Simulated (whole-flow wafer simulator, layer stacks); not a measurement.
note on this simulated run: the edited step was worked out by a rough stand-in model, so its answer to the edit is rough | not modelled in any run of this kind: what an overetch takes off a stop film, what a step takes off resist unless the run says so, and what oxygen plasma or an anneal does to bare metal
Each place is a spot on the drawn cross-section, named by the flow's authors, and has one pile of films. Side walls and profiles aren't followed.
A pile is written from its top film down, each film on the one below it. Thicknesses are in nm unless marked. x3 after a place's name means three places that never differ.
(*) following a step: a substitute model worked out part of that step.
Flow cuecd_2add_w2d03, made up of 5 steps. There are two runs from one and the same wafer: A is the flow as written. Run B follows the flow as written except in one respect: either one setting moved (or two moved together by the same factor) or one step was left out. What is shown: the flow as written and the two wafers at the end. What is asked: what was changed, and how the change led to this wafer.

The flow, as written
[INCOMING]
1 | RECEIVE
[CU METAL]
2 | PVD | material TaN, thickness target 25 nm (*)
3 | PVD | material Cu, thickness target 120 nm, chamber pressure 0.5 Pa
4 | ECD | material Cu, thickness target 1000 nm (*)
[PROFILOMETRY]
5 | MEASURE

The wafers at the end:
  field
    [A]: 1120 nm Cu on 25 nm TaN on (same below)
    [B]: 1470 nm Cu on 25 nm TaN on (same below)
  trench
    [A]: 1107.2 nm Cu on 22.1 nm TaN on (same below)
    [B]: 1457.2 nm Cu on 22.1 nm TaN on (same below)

The reason: step 4, ECD: thickness target 1350 nm was run, though the flow has thickness target 1000 nm.

How this came from the change, step by step:
  4 | ECD | material Cu, thickness target 1000 nm (*)
      field, trench: A Cu gains 1000 | B Cu gains 1350
